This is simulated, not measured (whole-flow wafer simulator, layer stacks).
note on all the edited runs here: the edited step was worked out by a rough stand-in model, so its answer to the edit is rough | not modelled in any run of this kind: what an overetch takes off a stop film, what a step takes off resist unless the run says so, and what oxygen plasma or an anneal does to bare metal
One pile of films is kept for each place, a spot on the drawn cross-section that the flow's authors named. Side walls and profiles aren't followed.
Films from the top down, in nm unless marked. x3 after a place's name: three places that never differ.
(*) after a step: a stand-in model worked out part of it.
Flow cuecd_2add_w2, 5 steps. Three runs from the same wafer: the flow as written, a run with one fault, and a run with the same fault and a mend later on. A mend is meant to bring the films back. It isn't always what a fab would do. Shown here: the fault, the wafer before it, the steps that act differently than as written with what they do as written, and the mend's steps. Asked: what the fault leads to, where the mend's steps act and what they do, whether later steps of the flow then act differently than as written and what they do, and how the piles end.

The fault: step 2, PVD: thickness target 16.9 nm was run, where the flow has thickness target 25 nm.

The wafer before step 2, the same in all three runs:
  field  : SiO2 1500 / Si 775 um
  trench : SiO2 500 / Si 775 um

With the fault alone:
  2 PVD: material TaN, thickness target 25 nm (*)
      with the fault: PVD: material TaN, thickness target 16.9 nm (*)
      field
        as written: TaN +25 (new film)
        with the fault: TaN +16.9 (new film)
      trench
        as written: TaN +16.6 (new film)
        with the fault: TaN +11.2 (new film)
  No later step of the flow acts differently than as written, at any place that is followed, by more than 2% or 0.5 nm, whichever is larger.
  At the end the piles differ from the flow's by more than 2% or 0.5 nm, whichever is larger, at field, trench.
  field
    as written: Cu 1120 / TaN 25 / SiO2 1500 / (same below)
    with the fault: Cu 1120 / TaN 16.9 / SiO2 1500 / (same below)
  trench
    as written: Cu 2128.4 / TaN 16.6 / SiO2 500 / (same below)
    with the fault: Cu 2125.7 / TaN 11.2 / SiO2 500 / (same below)

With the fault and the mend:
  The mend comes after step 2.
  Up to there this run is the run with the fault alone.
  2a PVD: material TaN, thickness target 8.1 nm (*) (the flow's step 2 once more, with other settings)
      field
        TaN +8.1
      trench
        TaN +5.35
  No later step of the flow acts differently than as written at any place that is followed.
  At the end the piles are the same as the flow's at every place that both follow.
